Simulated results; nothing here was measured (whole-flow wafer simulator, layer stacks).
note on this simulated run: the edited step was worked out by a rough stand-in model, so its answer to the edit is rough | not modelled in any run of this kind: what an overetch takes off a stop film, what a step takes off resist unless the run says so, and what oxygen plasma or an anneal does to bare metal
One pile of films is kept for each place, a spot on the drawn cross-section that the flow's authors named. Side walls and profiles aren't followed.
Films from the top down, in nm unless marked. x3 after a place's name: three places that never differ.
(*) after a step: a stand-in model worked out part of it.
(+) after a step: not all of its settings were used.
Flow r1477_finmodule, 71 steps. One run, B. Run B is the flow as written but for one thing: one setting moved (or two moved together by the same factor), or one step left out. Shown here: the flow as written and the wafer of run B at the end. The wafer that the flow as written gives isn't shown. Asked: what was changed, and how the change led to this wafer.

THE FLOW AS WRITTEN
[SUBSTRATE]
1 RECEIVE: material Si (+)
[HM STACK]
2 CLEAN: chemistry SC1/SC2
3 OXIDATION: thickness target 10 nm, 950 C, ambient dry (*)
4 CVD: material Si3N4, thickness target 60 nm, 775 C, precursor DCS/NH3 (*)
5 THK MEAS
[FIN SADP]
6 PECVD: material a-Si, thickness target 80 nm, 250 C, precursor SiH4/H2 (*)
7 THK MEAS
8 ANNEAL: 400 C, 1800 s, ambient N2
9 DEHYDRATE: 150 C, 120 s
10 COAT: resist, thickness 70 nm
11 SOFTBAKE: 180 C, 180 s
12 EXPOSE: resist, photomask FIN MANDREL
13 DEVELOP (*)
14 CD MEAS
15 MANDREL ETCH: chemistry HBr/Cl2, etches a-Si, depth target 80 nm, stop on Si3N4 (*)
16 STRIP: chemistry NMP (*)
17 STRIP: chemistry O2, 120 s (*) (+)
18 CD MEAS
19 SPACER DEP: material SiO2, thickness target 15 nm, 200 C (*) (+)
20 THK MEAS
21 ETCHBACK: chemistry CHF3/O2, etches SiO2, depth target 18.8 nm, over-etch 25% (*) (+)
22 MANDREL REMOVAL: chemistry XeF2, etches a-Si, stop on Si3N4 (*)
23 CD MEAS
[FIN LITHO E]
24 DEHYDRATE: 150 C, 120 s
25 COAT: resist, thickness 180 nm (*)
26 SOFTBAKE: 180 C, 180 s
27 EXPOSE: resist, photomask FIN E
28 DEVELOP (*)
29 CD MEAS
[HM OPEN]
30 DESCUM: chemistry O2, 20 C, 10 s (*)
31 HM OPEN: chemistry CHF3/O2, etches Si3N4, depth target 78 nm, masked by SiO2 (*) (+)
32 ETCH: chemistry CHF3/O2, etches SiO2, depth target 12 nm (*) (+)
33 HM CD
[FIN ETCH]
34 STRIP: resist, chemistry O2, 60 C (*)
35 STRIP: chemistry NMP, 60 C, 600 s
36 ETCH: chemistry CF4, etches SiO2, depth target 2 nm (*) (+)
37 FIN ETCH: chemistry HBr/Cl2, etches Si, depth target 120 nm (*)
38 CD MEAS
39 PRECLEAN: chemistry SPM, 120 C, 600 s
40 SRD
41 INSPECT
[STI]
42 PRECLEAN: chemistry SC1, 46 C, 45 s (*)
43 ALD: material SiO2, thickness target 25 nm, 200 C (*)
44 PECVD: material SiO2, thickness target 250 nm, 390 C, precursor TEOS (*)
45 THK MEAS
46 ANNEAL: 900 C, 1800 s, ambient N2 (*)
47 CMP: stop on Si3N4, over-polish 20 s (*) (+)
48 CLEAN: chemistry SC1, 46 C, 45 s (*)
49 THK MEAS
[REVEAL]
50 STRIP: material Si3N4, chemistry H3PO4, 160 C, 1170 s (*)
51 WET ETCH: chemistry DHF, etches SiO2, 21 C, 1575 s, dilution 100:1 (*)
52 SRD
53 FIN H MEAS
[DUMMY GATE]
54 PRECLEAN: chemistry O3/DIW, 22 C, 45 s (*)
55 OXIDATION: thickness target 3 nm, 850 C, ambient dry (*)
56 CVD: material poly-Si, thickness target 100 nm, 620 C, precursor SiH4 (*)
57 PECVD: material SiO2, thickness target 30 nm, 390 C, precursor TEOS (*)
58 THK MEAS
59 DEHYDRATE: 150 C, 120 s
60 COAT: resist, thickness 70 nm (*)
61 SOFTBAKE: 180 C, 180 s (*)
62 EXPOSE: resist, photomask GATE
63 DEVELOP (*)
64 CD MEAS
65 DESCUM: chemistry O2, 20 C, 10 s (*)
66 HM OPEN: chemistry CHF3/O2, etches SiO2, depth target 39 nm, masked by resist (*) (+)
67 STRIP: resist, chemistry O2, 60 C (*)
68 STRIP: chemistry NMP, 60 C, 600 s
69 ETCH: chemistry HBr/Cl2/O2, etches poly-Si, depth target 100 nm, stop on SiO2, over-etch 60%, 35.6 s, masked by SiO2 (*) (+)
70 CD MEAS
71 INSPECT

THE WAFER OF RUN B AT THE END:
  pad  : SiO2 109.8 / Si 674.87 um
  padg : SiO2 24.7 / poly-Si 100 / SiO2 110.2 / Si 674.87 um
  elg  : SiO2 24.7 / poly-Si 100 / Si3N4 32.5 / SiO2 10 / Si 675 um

The cause: step 51, WET ETCH: 18.92 C was run, where the flow has 21 C.

How the change led to this, step by step:
  51 WET ETCH: chemistry DHF, etches SiO2, 21 C, 1575 s, dilution 100:1 (*)
      pad, padg, e40sg and 12 more: SiO2 -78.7 (as written it would be: SiO2 -85.7)
      elg, e40lg, e100lg, e200lg, elo, e40lo, e100lo, e200lo: SiO2 -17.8 (all of it), Si3N4 -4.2 (as written it would be: SiO2 -17.8 (all of it), Si3N4 -4.97)
      (and at 7 more places)
  56 CVD: material poly-Si, thickness target 100 nm, 620 C, precursor SiH4 (*)
      s40cg, s40co: poly-Si +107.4 (new film) (as written it would be: poly-Si +113.9 (new film))
      s45cg, s45co: poly-Si +106.9 (new film) (as written it would be: poly-Si +113.4 (new film))
      (and at 3 more places)
  60 COAT: resist, thickness 70 nm (*)
      e40sg, e40so: resist +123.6 (new film) (as written it would be: resist +129.5 (new film))
      e100sg, e100so: resist +123.5 (new film) (as written it would be: resist +129.4 (new film))
      (and at 9 more places)
  63 DEVELOP (*)
      eso: resist -123.5 (all of it) (as written it would be: resist -129.5 (all of it))
      e40so: resist -123.6 (all of it) (as written it would be: resist -129.5 (all of it))
      (and at 5 more places)
  67 STRIP: resist, chemistry O2, 60 C (*)
      e40sg: resist -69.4 (all of it) (as written it would be: resist -75.4 (all of it))
      e100sg: resist -69.4 (all of it) (as written it would be: resist -75.3 (all of it))
      (and at 4 more places)
  69 ETCH: chemistry HBr/Cl2/O2, etches poly-Si, depth target 100 nm, stop on SiO2, over-etch 60%, 35.6 s, masked by SiO2 (*) (+)
      s40co: chemical SiO2 -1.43 (all of it), poly-Si -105 (all of it), SiO2 -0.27 (as written it would be: chemical SiO2 -1.46 (all of it), poly-Si -111.5 (all of it), SiO2 -0.24)
      s45co: chemical SiO2 -1.43 (all of it), poly-Si -104.5 (all of it), SiO2 -0.28 (as written it would be: chemical SiO2 -1.46 (all of it), poly-Si -110.9 (all of it), SiO2 -0.25)
      (and at 1 more place)
